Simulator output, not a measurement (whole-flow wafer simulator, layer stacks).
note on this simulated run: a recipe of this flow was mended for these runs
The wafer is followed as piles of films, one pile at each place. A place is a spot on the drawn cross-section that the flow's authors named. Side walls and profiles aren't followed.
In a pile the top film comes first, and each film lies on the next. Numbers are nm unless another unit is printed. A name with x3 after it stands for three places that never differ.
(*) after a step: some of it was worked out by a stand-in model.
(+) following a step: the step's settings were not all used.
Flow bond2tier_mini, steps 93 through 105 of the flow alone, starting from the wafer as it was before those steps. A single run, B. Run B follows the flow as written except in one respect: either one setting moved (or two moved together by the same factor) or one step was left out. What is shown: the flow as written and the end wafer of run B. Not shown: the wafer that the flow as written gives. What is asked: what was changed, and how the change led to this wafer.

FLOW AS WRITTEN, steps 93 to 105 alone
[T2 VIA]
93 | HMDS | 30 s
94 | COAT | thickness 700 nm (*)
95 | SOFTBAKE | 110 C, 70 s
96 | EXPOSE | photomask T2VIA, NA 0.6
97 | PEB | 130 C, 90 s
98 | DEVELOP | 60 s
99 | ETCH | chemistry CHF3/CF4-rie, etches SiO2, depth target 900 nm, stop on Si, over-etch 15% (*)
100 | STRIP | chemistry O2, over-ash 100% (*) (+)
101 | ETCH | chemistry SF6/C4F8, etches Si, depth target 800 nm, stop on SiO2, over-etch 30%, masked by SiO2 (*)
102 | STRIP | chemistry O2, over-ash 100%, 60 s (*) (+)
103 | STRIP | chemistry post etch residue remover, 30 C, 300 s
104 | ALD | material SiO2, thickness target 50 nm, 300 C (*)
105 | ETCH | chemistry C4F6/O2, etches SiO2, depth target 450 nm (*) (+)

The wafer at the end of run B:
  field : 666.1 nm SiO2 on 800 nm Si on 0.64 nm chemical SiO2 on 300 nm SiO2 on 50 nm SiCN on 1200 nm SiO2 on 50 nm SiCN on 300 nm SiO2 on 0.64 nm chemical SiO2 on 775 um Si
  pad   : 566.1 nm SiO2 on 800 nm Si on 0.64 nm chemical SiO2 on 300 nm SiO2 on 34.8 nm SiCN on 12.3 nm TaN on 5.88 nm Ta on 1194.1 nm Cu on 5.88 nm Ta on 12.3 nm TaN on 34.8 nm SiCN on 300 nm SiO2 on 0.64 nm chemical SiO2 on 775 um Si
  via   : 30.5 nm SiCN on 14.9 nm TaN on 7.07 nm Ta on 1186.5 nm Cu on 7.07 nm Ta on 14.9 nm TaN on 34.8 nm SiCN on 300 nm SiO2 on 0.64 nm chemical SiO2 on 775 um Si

Cause: step 105, ETCH: depth target 373.6 nm was run, whereas the flow has depth target 450 nm.

How this came from the change, step by step:
  105 | ETCH | chemistry C4F6/O2, etches SiO2, depth target 450 nm (*) (+)
      field, pad: SiO2 loses 373.6 (it would be, as written: SiO2 loses 450)
      via: SiO2 loses 348.1 (all of it), SiCN loses 4.29 (it would be, as written: SiO2 loses 348.1 (all of it), SiCN loses 17.2)
